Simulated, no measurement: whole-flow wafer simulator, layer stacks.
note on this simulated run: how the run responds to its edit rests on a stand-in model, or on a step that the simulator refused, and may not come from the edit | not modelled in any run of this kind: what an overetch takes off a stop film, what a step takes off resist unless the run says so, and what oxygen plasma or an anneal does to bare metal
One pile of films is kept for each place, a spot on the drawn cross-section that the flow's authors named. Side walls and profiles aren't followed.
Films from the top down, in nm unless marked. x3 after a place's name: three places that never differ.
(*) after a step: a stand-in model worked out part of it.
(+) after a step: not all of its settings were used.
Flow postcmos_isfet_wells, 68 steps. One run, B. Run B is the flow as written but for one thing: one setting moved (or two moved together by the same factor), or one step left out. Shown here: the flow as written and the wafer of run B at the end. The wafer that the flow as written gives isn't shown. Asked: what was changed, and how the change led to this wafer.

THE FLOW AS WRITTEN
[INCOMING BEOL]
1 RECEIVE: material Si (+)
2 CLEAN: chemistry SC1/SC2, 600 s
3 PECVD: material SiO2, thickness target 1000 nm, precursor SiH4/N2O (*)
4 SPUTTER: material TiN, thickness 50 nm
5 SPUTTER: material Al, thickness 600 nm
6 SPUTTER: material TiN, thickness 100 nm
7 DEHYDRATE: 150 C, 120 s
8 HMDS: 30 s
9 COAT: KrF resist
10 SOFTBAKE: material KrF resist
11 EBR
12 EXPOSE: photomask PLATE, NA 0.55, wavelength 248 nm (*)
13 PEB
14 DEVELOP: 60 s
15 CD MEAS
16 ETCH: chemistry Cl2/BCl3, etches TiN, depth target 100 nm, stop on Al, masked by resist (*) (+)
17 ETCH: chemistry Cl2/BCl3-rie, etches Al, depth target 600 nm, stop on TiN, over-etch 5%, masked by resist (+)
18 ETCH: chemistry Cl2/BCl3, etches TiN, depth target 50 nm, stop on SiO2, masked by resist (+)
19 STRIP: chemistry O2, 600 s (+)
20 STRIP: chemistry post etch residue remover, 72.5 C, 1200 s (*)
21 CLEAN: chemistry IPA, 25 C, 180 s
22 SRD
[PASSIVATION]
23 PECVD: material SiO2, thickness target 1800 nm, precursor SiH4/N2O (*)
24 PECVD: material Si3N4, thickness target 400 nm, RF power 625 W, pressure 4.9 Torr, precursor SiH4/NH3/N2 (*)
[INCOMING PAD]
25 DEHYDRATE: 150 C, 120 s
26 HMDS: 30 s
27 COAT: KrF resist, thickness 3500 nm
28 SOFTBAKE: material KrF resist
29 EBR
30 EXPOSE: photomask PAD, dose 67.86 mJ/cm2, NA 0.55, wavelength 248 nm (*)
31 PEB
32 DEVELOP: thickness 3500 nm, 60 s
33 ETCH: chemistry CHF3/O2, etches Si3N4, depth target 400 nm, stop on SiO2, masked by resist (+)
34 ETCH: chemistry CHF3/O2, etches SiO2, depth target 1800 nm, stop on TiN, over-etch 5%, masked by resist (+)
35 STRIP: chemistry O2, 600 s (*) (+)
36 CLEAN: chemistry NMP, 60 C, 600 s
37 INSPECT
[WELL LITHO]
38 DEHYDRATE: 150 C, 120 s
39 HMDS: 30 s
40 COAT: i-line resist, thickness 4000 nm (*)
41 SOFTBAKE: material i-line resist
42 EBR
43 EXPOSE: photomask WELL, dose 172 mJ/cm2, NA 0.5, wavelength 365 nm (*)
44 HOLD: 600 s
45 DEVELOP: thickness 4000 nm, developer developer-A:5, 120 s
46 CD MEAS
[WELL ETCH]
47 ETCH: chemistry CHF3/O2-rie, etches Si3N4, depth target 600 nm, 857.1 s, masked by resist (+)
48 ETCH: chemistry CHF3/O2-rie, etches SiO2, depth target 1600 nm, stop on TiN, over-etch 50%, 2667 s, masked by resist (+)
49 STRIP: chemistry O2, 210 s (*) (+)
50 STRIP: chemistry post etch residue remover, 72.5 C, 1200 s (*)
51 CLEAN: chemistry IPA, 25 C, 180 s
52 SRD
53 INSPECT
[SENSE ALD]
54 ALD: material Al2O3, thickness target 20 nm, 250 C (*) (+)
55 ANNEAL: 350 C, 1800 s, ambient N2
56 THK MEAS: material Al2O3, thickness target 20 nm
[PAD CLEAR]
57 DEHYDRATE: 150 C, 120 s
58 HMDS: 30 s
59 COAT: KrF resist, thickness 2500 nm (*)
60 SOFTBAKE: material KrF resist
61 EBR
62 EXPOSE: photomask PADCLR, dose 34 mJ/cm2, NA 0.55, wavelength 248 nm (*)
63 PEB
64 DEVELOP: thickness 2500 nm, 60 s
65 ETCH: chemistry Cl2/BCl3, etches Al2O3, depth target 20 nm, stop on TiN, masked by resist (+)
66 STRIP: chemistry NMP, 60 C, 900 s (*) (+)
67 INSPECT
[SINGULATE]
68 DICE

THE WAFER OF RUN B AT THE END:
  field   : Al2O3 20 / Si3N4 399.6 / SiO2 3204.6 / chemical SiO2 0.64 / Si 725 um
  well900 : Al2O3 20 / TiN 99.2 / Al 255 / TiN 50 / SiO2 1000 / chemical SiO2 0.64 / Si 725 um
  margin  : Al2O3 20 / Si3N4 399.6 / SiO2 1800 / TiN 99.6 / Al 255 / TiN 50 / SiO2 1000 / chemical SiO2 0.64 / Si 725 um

The cause: step 5, SPUTTER: thickness 255 nm was run, where the flow has thickness 600 nm.
It can be read off the wafer: well900 has Al 255, and step 5 as written asks for 600 nm.

How the change led to this, step by step:
  5 SPUTTER: material Al, thickness 600 nm
      field, margin, well900, well1300 x3, pad_rim, pad_clr, pad_open: Al +255 (new film) (as written it would be: Al +600 (new film))
  17 ETCH: chemistry Cl2/BCl3-rie, etches Al, depth target 600 nm, stop on TiN, over-etch 5%, masked by resist (+)
      margin, well900, well1300 x3, pad_rim, pad_clr, pad_open: KrF resist -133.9 (as written it would be: KrF resist -300)
      field: Al -255 (all of it) (as written it would be: Al -600 (all of it))
  19 STRIP: chemistry O2, 600 s (+)
      margin, well900, well1300 x3, pad_rim, pad_clr, pad_open: KrF resist -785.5 (all of it) (as written it would be: KrF resist -619.4 (all of it))
  23 PECVD: material SiO2, thickness target 1800 nm, precursor SiH4/N2O (*)
      field: SiO2 +2204.6 (as written it would be: SiO2 +1800 (new film), void +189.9 (new film), SiO2 +559.7)
